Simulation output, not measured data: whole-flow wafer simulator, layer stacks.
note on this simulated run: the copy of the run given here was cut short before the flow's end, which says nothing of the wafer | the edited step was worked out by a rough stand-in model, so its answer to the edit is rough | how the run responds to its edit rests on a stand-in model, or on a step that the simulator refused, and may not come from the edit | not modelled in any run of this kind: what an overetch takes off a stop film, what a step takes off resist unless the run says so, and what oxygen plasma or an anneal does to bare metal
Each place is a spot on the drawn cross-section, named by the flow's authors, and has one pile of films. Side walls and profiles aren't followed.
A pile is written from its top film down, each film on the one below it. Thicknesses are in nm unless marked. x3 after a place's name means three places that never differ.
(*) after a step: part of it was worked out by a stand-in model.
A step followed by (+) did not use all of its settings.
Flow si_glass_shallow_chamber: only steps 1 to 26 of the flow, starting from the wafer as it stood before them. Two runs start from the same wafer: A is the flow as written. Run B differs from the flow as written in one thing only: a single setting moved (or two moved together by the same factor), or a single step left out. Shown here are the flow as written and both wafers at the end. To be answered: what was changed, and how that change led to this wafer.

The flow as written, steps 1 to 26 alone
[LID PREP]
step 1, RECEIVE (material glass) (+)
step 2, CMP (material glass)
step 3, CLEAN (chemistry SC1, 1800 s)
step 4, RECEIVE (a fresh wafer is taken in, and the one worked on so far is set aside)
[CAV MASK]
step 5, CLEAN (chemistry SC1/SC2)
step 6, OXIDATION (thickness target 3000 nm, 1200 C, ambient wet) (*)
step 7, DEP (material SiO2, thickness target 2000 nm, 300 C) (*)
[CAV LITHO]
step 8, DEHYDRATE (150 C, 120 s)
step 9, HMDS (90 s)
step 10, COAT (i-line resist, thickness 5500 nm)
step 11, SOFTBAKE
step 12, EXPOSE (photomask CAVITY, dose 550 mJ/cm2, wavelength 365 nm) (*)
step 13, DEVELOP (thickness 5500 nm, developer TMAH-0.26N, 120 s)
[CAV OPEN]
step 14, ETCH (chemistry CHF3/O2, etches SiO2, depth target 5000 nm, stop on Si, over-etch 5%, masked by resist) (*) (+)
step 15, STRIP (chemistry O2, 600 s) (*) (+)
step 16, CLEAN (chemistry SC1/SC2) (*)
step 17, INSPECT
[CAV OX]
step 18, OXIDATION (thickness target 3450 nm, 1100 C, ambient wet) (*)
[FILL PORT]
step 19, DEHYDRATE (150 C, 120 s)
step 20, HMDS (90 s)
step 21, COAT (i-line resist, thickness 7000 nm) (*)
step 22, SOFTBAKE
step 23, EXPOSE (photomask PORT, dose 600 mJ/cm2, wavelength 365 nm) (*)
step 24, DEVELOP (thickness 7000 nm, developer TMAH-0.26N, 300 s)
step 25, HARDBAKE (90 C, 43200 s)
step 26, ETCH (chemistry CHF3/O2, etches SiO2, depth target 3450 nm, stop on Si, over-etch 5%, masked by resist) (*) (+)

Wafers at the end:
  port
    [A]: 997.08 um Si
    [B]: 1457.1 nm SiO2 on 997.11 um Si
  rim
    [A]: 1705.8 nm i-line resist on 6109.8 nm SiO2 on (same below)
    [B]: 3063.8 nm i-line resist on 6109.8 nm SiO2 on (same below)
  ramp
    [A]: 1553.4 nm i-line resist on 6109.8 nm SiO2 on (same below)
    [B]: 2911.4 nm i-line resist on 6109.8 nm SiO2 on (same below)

Cause: step 26, ETCH: depth target 1898 nm was run, though the flow has depth target 3450 nm.

How this came from the change, step by step:
  step 26, ETCH (chemistry CHF3/O2, etches SiO2, depth target 3450 nm, stop on Si, over-etch 5%, masked by resist) (*) (+)
      port: A -3450 SiO2 (all of it), -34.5 Si | B -1992.9 SiO2
      rim, ramp, cav, ring: A -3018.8 i-line resist | B -1660.8 i-line resist
      (also at 1 further place)
